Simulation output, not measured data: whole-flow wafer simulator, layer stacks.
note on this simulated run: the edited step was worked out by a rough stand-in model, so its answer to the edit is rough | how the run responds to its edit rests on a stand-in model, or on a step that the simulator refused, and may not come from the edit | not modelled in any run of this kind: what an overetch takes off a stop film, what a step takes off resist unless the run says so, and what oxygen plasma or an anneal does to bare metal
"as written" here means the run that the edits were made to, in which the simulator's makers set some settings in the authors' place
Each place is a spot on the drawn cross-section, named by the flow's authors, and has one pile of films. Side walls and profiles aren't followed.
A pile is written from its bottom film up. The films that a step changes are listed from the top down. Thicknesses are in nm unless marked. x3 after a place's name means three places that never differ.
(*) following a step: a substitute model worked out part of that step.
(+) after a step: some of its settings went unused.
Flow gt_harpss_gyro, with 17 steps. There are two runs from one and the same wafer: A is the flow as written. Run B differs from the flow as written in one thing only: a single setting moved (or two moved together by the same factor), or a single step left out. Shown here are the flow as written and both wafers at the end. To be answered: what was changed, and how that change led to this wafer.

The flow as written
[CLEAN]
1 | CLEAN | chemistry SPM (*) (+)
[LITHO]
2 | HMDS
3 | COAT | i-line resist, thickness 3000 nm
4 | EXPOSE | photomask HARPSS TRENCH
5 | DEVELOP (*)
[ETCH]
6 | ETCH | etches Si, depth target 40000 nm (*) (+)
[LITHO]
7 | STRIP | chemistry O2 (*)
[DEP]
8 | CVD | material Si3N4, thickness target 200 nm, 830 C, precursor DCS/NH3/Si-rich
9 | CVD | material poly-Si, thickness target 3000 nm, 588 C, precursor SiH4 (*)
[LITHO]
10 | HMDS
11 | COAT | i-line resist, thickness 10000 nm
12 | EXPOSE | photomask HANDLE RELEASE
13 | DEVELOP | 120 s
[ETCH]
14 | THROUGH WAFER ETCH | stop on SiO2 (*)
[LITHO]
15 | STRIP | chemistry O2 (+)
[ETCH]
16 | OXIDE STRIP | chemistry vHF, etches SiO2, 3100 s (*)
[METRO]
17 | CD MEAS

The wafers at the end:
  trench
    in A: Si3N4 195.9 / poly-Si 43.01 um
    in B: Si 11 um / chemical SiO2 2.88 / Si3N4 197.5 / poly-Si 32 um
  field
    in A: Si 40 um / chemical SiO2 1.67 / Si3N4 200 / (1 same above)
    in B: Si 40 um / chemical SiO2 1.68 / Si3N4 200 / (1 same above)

Cause: step 6, ETCH: depth target 29000 nm was run, though the flow has depth target 40000 nm.

Step by step, how the change led to this:
  6 | ETCH | etches Si, depth target 40000 nm (*) (+)
      trench: A -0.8 chemical SiO2 (all of it), -40 um Si (all of it) | B -0.8 chemical SiO2 (all of it), -29 um Si
      field: A -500 i-line resist | B -362.5 i-line resist
  7 | STRIP | chemistry O2 (*)
      trench: A nothing | B +2.88 chemical SiO2 (new film), -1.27 Si
      field: A -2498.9 i-line resist (all of it), +0.87 chemical SiO2, -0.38 Si | B -2636.4 i-line resist (all of it), +0.88 chemical SiO2, -0.39 Si
  9 | CVD | material poly-Si, thickness target 3000 nm, 588 C, precursor SiH4 (*)
      trench: A +43.01 um poly-Si (new film) | B +32 um poly-Si (new film)
